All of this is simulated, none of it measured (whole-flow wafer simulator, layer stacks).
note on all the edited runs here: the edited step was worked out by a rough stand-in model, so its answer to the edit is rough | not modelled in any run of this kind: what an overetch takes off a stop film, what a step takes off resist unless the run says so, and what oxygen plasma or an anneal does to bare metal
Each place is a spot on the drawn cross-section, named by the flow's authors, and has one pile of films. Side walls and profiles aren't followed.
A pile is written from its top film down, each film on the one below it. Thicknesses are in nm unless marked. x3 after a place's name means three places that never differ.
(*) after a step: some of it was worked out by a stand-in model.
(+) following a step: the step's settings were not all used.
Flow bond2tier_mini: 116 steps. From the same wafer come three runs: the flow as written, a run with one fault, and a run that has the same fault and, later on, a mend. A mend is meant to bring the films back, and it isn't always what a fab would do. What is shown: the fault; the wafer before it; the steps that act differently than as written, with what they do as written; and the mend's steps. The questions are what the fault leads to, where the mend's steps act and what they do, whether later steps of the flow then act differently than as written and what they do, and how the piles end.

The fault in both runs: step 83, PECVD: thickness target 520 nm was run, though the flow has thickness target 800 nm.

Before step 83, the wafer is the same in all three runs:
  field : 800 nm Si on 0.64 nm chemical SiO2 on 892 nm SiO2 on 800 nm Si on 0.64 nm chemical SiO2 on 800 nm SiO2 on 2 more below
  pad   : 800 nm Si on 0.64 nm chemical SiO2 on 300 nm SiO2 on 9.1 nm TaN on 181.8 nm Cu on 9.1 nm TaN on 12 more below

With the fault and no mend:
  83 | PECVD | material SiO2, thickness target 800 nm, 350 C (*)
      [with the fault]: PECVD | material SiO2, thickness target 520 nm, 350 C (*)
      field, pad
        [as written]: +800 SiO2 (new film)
        [with the fault]: +520 SiO2 (new film)
  Steps further on in the flow that do not act as written:
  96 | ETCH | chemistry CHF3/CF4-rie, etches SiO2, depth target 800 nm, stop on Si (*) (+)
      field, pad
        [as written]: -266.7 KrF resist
        [with the fault]: -241.5 KrF resist
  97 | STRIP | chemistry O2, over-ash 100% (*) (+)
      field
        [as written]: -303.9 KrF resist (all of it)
        [with the fault]: -329.1 KrF resist (all of it)
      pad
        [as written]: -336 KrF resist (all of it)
        [with the fault]: -361.1 KrF resist (all of it)
  By the end, the piles at field, pad depart from the flow's by more than 2% or 0.5 nm, whichever is larger.
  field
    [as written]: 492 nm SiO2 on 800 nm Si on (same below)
    [with the fault]: 212 nm SiO2 on 800 nm Si on (same below)
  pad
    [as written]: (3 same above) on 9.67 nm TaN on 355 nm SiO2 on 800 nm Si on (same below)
    [with the fault]: (3 same above) on 9.67 nm TaN on 75 nm SiO2 on 800 nm Si on (same below)

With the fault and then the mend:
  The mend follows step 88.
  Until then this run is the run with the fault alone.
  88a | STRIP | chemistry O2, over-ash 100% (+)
      field
        -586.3 KrF resist (all of it)
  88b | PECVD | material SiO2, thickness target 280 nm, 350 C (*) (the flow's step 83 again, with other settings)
      field, pad
        +280 SiO2
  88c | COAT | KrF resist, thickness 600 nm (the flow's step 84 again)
      field, pad
        +600 KrF resist (new film)
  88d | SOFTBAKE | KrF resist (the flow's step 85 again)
      leaves every film unchanged at each place that is followed
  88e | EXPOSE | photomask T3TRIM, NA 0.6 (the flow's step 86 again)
      leaves every film unchanged at each place that is followed
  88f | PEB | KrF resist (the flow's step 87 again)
      leaves every film unchanged at each place that is followed
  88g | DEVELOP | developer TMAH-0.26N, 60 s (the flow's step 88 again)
      field
        -13.7 KrF resist
      pad
        -600 KrF resist (all of it)
  Later steps of the flow that are run all act as written at every place that is followed.
  At every place that both follow, the piles at the end match the flow's.
